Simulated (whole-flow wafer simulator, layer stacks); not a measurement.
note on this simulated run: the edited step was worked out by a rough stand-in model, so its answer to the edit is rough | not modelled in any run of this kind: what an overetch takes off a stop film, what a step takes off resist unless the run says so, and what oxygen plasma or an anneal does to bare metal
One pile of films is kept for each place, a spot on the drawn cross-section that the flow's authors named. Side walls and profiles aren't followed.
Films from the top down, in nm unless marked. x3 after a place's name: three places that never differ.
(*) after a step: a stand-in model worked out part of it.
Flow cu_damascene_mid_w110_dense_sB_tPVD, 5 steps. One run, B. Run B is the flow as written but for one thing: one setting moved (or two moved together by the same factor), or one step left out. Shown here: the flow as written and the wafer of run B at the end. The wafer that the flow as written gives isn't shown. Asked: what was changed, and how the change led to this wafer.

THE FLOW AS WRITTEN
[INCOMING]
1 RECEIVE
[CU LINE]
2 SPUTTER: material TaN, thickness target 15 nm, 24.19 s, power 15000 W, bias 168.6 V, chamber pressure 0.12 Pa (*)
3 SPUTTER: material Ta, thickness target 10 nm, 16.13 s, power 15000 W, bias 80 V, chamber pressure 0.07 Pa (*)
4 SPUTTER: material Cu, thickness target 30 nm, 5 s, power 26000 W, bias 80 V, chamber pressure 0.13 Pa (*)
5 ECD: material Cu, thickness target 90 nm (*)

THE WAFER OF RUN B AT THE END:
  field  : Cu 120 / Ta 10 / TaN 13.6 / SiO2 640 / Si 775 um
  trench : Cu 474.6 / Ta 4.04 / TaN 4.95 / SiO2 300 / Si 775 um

The cause: step 2, SPUTTER: bias 229.3 V was run, where the flow has bias 168.6 V.

How the change led to this, step by step:
  2 SPUTTER: material TaN, thickness target 15 nm, 24.19 s, power 15000 W, bias 168.6 V, chamber pressure 0.12 Pa (*)
      field: TaN +13.6 (new film) (as written it would be: TaN +15 (new film))
      trench: TaN +4.95 (new film) (as written it would be: TaN +6.23 (new film))
